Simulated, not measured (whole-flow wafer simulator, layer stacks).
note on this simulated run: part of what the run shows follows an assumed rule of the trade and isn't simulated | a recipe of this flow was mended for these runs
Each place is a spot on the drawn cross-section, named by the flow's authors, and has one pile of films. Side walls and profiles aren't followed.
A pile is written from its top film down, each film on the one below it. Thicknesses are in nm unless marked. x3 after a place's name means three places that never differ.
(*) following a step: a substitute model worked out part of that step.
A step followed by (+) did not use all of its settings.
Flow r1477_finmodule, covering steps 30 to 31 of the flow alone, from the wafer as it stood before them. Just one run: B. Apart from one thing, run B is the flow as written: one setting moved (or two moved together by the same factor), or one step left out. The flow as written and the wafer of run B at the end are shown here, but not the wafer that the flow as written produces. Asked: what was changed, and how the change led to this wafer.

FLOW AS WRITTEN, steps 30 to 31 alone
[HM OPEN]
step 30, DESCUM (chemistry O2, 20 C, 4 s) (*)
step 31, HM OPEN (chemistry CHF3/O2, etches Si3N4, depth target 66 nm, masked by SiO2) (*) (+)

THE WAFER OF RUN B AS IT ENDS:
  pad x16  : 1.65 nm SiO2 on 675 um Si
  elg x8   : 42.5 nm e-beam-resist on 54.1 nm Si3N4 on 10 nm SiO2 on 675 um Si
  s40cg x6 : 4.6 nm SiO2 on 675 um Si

Cause: step 31, HM OPEN: depth target 70.8 nm was run, whereas the flow has depth target 66 nm.

How this came from the change, step by step:
  step 31, HM OPEN (chemistry CHF3/O2, etches Si3N4, depth target 66 nm, masked by SiO2) (*) (+)
      pad x16: -54.1 Si3N4 (all of it), -8.35 SiO2 (in the flow as written it would be: -54.1 Si3N4 (all of it), -5.95 SiO2)
      elg x8: -70.8 e-beam-resist (in the flow as written it would be: -66 e-beam-resist)
      (and at 12 other places as well)
